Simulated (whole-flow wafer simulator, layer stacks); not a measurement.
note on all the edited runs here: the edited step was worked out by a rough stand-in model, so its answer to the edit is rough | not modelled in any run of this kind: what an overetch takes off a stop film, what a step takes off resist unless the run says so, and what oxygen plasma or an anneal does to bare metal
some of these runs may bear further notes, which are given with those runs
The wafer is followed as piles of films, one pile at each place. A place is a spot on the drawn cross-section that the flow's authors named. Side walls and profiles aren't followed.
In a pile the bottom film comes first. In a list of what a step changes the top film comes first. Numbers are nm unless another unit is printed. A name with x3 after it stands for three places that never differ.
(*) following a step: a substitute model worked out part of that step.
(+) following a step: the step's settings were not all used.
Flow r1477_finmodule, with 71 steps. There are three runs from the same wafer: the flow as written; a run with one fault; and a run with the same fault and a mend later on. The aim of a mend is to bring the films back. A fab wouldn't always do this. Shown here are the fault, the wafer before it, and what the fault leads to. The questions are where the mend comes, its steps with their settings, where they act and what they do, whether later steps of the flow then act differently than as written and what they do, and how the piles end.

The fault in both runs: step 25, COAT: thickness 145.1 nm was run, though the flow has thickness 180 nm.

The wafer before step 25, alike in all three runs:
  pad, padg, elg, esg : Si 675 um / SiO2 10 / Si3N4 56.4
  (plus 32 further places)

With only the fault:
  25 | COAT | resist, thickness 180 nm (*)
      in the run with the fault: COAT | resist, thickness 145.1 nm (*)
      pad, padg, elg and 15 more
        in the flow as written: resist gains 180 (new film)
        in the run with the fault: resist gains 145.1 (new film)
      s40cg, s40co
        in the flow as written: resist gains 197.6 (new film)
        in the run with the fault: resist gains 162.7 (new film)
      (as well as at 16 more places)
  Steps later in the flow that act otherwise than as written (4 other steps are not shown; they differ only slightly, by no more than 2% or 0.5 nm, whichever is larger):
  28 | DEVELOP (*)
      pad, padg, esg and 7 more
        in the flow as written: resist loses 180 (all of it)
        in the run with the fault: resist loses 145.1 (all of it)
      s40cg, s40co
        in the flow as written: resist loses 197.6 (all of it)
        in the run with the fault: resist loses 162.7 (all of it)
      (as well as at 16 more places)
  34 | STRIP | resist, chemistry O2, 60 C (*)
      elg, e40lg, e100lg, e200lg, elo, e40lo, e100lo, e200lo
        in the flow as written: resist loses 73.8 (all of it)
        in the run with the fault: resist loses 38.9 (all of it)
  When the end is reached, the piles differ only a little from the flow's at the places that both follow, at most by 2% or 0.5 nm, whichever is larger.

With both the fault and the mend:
  The mend stands after step 29.
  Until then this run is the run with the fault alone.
  29a | STRIP | chemistry O2, 120 s (*) (+) (the flow's step 17 again)
      elg, e40lg, e100lg, e200lg, elo, e40lo, e100lo, e200lo
        resist loses 145.1 (all of it)
  29b | DEHYDRATE | 150 C, 120 s (the flow's step 24 again)
      alters no film at any place that is followed
  29c | COAT | resist, thickness 180 nm (*) (the flow's step 25 again)
      pad, padg, elg and 15 more
        resist gains 180 (new film)
      s40cg, s40co
        resist gains 197.6 (new film)
      s40sg, s40so
        resist gains 201.2 (new film)
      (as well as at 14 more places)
  29d | SOFTBAKE | 180 C, 180 s (the flow's step 26 again)
      alters no film at any place that is followed
  29e | EXPOSE | resist, photomask FIN E (the flow's step 27 again)
      alters no film at any place that is followed
  29f | DEVELOP (*) (the flow's step 28 again)
      pad, padg, esg and 7 more
        resist loses 180 (all of it)
      s40cg, s40co
        resist loses 197.6 (all of it)
      s40sg, s40so
        resist loses 201.2 (all of it)
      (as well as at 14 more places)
  Every later step of the flow that is run acts as written at every place that is followed.
  At every place that both follow, the piles at the end match the flow's.
